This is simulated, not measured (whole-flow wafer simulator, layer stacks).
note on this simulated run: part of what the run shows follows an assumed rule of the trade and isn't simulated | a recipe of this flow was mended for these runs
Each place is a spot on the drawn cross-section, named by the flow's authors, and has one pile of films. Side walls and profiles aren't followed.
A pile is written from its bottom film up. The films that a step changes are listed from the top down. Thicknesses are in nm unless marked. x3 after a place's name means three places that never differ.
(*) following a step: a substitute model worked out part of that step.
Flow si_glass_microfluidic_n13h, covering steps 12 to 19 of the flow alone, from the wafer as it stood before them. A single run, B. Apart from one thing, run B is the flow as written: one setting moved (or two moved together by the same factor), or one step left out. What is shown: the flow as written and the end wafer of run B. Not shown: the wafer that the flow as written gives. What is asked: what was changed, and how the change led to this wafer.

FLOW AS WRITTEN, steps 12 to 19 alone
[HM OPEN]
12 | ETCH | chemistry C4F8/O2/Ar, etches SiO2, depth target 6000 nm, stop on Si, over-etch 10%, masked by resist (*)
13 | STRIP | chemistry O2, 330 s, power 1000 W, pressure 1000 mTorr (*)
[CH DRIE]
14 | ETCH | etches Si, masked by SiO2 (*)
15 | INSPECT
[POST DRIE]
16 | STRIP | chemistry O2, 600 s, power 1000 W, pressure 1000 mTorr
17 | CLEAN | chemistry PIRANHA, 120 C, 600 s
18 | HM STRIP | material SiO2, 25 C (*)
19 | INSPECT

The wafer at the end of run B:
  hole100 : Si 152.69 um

The reason: step 12, ETCH: depth target 5068 nm was run, while the flow as written has depth target 6000 nm.

Step by step, how the change led to this:
  12 | ETCH | chemistry C4F8/O2/Ar, etches SiO2, depth target 6000 nm, stop on Si, over-etch 10%, masked by resist (*)
      hole100: -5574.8 SiO2 (it would be, as written: -6000 SiO2 (all of it), -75 Si)
      land: -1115 thick-i-line-resist (it would be, as written: -1320 thick-i-line-resist)
  13 | STRIP | chemistry O2, 330 s, power 1000 W, pressure 1000 mTorr (*)
      hole100: nothing (it would be, as written: +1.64 chemical SiO2 (new film), -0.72 Si)
      land: -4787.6 thick-i-line-resist (all of it) (it would be, as written: -4582.5 thick-i-line-resist (all of it))
  14 | ETCH | etches Si, masked by SiO2 (*)
      hole100: -425.2 SiO2 (all of it), -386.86 um Si (it would be, as written: -1.64 chemical SiO2 (all of it), -450.64 um Si)
